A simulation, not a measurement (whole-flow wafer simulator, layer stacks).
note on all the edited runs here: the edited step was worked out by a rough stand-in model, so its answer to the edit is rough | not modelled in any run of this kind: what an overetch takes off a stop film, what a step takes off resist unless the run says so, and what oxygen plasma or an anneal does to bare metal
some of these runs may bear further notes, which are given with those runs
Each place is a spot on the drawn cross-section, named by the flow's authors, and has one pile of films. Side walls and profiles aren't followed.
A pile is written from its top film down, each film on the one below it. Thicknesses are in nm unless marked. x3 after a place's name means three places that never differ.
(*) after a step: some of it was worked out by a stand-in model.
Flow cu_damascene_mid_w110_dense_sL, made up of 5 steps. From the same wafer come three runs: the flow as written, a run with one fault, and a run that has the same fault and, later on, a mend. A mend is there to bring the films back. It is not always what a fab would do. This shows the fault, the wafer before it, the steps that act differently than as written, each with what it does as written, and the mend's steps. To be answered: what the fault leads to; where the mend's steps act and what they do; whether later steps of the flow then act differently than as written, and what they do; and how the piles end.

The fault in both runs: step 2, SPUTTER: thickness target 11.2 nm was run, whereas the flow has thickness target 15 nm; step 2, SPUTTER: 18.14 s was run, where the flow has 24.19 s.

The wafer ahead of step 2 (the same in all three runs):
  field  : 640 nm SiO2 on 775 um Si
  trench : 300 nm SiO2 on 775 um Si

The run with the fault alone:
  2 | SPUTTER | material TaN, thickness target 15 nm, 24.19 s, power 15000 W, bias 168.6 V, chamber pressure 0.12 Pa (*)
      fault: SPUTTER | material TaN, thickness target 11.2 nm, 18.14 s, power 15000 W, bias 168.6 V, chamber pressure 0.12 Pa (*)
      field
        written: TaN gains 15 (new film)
        fault: TaN gains 11.2 (new film)
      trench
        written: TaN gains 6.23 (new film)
        fault: TaN gains 4.65 (new film)
  None of the later steps of the flow differs from how it acts as written, at any place that is followed, by more than 2% or 0.5 nm, whichever is larger.
  The piles end different from the flow's at field, trench by more than 2% or 0.5 nm, whichever is larger.
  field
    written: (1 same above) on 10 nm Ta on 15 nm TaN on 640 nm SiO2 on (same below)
    fault: (1 same above) on 10 nm Ta on 11.2 nm TaN on 640 nm SiO2 on (same below)
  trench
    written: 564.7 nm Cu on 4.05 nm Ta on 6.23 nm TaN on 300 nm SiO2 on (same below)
    fault: 562.5 nm Cu on 4.09 nm Ta on 4.65 nm TaN on 300 nm SiO2 on (same below)

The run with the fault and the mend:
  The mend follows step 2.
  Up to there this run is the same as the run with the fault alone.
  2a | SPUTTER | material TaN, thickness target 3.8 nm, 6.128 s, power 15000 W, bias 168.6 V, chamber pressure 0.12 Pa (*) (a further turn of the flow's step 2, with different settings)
      field
        TaN gains 3.8
      trench
        TaN gains 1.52
  None of the later steps of the flow acts differently than as written at any place that is followed.
  At the end the piles are close to the flow's at the places that both follow, differing by at most 2% or 0.5 nm, whichever is larger.
